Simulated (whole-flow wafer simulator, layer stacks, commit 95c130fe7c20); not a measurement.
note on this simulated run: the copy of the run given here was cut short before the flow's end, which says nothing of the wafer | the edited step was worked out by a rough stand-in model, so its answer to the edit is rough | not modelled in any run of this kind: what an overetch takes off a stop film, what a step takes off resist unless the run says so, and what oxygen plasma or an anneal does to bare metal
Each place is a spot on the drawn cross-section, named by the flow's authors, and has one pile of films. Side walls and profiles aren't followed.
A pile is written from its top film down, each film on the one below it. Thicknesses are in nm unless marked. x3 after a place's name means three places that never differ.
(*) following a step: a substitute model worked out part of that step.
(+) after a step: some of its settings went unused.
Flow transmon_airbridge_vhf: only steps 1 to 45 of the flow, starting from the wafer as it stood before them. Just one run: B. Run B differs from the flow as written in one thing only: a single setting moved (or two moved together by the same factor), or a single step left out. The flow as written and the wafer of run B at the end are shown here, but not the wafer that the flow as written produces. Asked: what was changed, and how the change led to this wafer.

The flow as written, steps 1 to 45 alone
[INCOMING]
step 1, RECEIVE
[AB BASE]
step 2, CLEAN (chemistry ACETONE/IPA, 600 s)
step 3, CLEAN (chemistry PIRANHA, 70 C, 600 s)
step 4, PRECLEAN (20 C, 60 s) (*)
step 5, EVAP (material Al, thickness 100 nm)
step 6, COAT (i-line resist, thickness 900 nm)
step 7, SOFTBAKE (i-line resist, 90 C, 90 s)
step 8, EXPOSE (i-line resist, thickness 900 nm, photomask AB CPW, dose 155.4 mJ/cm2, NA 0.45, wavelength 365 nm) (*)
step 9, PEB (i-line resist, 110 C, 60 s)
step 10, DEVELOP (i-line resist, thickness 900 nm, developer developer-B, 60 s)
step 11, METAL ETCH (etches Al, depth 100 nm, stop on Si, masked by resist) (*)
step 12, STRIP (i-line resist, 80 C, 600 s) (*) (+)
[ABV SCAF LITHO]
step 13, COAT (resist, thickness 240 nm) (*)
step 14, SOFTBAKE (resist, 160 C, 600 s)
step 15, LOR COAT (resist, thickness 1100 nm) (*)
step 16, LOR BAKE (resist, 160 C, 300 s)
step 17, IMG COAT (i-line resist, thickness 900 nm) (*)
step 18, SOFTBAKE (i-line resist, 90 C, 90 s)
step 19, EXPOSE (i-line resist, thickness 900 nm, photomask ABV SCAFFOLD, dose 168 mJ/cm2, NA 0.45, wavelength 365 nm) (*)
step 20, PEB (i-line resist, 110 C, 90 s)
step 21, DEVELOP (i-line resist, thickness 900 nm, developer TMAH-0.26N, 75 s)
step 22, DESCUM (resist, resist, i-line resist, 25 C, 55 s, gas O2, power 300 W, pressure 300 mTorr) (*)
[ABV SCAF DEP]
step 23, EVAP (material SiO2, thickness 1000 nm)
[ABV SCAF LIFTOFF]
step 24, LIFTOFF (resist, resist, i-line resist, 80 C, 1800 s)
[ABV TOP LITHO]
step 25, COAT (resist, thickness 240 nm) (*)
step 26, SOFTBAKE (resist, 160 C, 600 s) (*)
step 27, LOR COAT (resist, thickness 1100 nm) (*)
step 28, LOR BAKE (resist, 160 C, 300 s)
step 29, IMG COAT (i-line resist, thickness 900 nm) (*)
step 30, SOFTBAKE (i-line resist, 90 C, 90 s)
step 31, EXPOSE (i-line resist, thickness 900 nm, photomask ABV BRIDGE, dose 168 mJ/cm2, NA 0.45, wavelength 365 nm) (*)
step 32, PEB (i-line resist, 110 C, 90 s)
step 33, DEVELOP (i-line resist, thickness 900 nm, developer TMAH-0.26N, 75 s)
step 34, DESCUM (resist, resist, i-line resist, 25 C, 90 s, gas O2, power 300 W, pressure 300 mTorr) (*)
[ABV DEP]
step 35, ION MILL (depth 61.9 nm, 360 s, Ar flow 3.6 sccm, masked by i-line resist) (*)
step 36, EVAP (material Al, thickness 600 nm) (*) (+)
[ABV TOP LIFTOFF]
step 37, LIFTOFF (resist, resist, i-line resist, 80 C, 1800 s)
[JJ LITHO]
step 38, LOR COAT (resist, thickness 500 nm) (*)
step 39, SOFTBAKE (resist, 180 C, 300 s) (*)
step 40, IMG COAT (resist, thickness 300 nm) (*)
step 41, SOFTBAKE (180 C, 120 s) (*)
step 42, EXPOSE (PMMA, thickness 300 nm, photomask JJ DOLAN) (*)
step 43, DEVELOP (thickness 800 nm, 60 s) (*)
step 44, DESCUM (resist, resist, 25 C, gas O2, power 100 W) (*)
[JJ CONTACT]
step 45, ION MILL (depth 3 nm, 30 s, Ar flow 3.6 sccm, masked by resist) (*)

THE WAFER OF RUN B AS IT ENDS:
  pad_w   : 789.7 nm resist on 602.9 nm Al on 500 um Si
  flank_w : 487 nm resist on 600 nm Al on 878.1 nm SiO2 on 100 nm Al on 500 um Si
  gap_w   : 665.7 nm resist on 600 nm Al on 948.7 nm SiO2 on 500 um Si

What caused this: step 35, ION MILL: depth 88.2 nm was run, while the flow as written has depth 61.9 nm; step 35, ION MILL: 513 s was run, where the flow has 360 s.

Step by step, how the change led to this:
  step 35, ION MILL (depth 61.9 nm, 360 s, Ar flow 3.6 sccm, masked by i-line resist) (*)
      field x3, jj_line, ground_far, trace_open_s x2, margin_s, margin_n: i-line resist loses 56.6 (as written it would have been: i-line resist loses 39.7)
      flank_w, gap_w, cpw_trace, gap_e, flank_e, bridge_strip: SiO2 loses 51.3 (as written it would have been: SiO2 loses 36)
      (and at 2 other places as well)
  step 37, LIFTOFF (resist, resist, i-line resist, 80 C, 1800 s)
      field x3, jj_line, trace_open_s x2: Al loses 600 (all of it), i-line resist loses 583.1 (all of it), resist loses 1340 (all of it) (as written it would have been: Al loses 600 (all of it), i-line resist loses 600 (all of it), resist loses 1340 (all of it))
      margin_s, margin_n: Al loses 600 (all of it), i-line resist loses 301.4 (all of it), resist loses 992 (all of it) (as written it would have been: Al loses 600 (all of it), i-line resist loses 318.3 (all of it), resist loses 992 (all of it))
      (and at 1 other place as well)
